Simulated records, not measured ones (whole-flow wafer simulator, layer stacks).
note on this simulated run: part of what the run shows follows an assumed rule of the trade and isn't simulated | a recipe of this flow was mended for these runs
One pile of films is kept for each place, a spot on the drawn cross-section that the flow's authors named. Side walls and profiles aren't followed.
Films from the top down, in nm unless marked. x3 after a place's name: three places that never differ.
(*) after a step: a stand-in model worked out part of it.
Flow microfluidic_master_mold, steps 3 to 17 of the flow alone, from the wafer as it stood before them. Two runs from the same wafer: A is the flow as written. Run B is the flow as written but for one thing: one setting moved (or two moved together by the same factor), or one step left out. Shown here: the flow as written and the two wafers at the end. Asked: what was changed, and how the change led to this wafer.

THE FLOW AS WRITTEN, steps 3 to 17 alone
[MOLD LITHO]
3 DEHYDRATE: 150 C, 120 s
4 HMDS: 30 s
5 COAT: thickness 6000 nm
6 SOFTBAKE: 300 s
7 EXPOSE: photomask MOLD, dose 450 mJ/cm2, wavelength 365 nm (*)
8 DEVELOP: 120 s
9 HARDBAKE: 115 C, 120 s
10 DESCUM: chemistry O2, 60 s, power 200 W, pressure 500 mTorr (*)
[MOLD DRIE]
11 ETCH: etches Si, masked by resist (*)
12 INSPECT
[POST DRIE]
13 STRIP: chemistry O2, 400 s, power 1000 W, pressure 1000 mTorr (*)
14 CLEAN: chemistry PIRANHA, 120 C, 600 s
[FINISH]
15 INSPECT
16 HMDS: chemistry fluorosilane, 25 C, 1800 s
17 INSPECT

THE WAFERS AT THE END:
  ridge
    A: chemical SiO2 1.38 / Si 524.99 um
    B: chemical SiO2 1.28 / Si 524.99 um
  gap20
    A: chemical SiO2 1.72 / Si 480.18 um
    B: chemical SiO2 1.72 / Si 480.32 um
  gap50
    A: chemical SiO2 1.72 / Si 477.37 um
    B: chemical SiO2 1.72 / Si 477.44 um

The cause: step 5, COAT: thickness 6966 nm was run, where the flow has thickness 6000 nm.

How the change led to this, step by step:
  5 COAT: thickness 6000 nm
      ridge, gap20, gap50, gap200 x2: A thick-i-line-resist +6000 (new film) | B thick-i-line-resist +6966 (new film)
  8 DEVELOP: 120 s
      gap20, gap50, gap200 x2: A thick-i-line-resist -6000 (all of it) | B thick-i-line-resist -6966 (all of it)
  9 HARDBAKE: 115 C, 120 s
      ridge: A thick-i-line-resist -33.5 | B thick-i-line-resist -41.6
  11 ETCH: etches Si, masked by resist (*)
      gap20: A chemical SiO2 -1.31 (all of it), Si -44.81 um | B chemical SiO2 -1.31 (all of it), Si -44.67 um
      gap50: A chemical SiO2 -1.31 (all of it), Si -47.62 um | B chemical SiO2 -1.31 (all of it), Si -47.56 um
  13 STRIP: chemistry O2, 400 s, power 1000 W, pressure 1000 mTorr (*)
      ridge: A thick-i-line-resist -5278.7 (all of it), chemical SiO2 +0.78, Si -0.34 | B thick-i-line-resist -6236.6 (all of it), chemical SiO2 +0.68, Si -0.3
